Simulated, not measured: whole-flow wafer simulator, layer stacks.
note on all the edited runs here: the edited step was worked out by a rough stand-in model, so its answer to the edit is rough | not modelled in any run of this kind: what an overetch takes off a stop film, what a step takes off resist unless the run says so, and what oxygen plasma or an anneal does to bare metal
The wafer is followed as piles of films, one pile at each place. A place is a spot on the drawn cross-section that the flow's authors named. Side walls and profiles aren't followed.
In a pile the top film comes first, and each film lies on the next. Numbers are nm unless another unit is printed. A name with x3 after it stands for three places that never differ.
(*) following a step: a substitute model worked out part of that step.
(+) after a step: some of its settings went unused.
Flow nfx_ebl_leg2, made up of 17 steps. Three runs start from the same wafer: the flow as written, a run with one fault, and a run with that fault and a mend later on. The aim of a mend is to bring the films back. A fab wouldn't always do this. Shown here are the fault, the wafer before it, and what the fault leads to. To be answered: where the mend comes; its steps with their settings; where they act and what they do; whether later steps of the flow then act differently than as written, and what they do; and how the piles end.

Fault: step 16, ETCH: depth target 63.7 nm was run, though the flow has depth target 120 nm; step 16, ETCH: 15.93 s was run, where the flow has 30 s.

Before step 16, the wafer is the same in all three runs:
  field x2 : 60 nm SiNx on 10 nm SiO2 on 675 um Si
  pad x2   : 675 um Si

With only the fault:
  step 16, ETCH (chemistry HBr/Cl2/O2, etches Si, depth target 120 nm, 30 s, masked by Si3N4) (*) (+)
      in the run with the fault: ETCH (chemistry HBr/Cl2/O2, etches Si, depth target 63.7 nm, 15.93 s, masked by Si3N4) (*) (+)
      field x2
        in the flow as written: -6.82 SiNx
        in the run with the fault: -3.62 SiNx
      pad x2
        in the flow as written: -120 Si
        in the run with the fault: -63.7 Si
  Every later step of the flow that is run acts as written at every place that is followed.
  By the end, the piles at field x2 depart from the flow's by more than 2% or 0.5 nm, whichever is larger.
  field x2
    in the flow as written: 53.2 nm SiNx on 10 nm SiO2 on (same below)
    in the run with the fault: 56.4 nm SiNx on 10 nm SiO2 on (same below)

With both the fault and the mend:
  After step 17 comes the mend.
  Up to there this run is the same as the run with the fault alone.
  step 17a, ETCH (chemistry HBr/Cl2/O2, etches Si, depth target 56.3 nm, 14.07 s, masked by Si3N4) (*) (+) (the flow's step 16, run once more with other settings)
      field x2
        -3.2 SiNx
      pad x2
        -56.3 Si
  Every later step of the flow that is run acts as written at every place that is followed.
  The piles end the same as the flow's at every place that both follow.
